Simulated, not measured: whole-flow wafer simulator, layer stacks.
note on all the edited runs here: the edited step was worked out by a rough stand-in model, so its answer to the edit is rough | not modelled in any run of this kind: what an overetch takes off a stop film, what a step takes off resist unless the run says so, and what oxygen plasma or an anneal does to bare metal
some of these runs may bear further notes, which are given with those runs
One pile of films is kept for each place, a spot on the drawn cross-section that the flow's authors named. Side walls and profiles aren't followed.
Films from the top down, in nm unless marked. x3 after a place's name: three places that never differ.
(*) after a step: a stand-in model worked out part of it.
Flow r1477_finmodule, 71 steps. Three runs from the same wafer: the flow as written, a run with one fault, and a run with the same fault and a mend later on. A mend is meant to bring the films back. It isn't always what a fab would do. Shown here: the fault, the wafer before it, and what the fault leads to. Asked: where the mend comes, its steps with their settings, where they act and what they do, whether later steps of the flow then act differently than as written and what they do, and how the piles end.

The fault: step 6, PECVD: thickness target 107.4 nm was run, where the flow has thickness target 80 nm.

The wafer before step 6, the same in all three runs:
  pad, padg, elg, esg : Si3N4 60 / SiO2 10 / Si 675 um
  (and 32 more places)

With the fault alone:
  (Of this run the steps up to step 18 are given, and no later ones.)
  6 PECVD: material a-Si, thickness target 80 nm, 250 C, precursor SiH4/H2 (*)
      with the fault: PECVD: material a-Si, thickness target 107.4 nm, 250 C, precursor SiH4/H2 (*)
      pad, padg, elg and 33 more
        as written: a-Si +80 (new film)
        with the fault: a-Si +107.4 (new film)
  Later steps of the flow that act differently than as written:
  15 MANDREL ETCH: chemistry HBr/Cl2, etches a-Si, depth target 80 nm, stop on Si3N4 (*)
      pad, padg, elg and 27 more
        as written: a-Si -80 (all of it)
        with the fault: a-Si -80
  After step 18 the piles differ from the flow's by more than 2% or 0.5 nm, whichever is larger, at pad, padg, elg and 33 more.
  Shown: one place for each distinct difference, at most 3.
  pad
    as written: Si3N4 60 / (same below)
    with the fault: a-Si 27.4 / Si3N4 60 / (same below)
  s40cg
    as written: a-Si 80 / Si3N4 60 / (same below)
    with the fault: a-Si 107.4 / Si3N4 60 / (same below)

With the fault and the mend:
  The mend comes after step 7.
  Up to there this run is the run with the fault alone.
  7a ETCH: chemistry tmah, depth target 123.5 nm
      pad, padg, elg and 33 more
        a-Si -107.4 (all of it)
  7b PECVD: material a-Si, thickness target 80 nm, 250 C, precursor SiH4/H2 (*) (the flow's step 6 once more)
      pad, padg, elg and 33 more
        a-Si +80 (new film)
  No later step of the flow acts differently than as written at any place that is followed.
  At the end the piles are the same as the flow's at every place that both follow.
